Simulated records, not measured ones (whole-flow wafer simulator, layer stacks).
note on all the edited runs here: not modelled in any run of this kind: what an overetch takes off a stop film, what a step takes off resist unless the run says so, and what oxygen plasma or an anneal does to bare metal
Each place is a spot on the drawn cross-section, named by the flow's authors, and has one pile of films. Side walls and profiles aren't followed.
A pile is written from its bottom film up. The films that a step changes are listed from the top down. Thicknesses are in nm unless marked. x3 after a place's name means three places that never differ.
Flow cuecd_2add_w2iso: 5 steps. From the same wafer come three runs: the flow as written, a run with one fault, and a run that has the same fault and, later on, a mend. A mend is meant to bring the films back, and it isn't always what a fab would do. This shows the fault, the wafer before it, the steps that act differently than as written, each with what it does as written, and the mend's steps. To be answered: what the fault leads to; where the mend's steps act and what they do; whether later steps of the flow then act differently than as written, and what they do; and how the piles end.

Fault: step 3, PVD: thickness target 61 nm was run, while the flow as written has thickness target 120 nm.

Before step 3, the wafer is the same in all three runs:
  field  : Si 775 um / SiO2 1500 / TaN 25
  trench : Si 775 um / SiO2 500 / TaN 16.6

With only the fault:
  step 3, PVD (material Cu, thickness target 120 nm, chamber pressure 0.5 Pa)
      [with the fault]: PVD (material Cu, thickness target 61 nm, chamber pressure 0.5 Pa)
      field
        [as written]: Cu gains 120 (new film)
        [with the fault]: Cu gains 61 (new film)
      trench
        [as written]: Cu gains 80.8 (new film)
        [with the fault]: Cu gains 41.2 (new film)
  Later steps of the flow that are run all act as written at every place that is followed, up to a difference of at most 2% or 0.5 nm, whichever is larger.
  At field, trench, the piles at the end differ from the flow's by more than 2% or 0.5 nm, whichever is larger.
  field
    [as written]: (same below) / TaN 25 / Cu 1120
    [with the fault]: (same below) / TaN 25 / Cu 1061
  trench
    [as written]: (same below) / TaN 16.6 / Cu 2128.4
    [with the fault]: (same below) / TaN 16.6 / Cu 2069.4

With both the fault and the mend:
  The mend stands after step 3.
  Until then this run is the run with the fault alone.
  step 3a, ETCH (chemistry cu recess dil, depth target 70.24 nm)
      field
        Cu loses 61 (all of it)
      trench
        Cu loses 41.2 (all of it)
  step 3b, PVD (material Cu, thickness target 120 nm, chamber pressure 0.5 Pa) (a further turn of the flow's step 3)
      field
        Cu gains 120 (new film)
      trench
        Cu gains 80.8 (new film)
  Later steps of the flow that are run all act as written at every place that is followed.
  At every place that both follow, the piles at the end match the flow's.
